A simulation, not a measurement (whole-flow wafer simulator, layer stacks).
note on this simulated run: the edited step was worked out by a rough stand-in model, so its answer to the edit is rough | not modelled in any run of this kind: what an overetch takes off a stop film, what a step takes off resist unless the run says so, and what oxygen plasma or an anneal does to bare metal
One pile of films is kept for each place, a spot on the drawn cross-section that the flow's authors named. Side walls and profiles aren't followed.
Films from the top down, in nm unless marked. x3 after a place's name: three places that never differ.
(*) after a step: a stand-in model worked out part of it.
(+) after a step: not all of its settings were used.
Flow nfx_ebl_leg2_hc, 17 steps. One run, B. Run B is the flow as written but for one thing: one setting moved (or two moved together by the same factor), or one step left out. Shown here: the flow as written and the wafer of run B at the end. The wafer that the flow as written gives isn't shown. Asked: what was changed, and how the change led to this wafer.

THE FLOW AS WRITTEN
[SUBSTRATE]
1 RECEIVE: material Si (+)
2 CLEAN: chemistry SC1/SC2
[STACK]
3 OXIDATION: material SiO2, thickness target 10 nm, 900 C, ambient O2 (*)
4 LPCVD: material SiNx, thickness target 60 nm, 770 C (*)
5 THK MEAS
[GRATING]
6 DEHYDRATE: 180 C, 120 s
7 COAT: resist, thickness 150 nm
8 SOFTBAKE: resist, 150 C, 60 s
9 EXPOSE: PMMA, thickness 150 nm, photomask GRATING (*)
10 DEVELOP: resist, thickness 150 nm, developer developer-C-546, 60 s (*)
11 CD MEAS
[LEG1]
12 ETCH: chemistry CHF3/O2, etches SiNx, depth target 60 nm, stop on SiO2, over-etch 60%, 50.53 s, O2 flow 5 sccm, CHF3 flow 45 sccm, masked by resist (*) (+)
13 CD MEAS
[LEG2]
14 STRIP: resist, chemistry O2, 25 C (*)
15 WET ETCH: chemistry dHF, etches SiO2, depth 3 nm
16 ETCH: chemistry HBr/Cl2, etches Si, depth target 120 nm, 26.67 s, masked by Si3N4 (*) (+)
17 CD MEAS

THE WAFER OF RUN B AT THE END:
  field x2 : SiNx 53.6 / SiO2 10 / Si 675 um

The cause: step 4, LPCVD: thickness target 65 nm was run, where the flow has thickness target 60 nm.

How the change led to this, step by step:
  4 LPCVD: material SiNx, thickness target 60 nm, 770 C (*)
      field x2, pad x2: SiNx +65 (new film) (as written it would be: SiNx +60 (new film))
  12 ETCH: chemistry CHF3/O2, etches SiNx, depth target 60 nm, stop on SiO2, over-etch 60%, 50.53 s, O2 flow 5 sccm, CHF3 flow 45 sccm, masked by resist (*) (+)
      pad x2: SiNx -65 (all of it), SiO2 -10 (all of it) (as written it would be: SiNx -60 (all of it), SiO2 -10 (all of it))
